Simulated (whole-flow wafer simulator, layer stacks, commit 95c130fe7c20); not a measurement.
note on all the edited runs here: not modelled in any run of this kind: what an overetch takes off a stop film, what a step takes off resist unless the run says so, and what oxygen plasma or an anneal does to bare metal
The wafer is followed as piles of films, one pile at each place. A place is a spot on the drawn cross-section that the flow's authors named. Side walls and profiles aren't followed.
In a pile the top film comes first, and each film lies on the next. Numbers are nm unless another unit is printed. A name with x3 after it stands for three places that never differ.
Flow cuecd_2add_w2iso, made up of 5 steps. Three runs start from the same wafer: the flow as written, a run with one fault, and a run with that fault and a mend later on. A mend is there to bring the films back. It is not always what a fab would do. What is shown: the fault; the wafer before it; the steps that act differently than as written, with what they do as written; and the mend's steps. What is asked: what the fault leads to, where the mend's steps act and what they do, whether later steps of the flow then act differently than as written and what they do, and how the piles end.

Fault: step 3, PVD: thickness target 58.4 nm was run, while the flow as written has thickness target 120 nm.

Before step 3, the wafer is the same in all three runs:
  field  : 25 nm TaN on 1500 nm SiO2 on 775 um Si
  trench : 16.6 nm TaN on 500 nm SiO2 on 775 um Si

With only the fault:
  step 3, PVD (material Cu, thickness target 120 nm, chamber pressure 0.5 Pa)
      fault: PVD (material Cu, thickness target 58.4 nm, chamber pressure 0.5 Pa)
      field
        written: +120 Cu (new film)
        fault: +58.4 Cu (new film)
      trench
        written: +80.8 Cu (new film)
        fault: +39.5 Cu (new film)
  Later steps of the flow that are run all act as written at every place that is followed, up to a difference of at most 2% or 0.5 nm, whichever is larger.
  By the end, the piles at field, trench depart from the flow's by more than 2% or 0.5 nm, whichever is larger.
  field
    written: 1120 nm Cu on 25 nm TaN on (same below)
    fault: 1058.4 nm Cu on 25 nm TaN on (same below)
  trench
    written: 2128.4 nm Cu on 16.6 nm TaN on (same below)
    fault: 2066.8 nm Cu on 16.6 nm TaN on (same below)

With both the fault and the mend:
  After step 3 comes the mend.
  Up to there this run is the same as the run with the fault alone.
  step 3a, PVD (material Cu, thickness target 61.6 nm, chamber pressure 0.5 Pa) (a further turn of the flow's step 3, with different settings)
      field
        +61.6 Cu
      trench
        +40.9 Cu
  Later steps of the flow that are run all act as written at every place that is followed, up to a difference of at most 2% or 0.5 nm, whichever is larger.
  At every place that both follow, the piles at the end match the flow's.
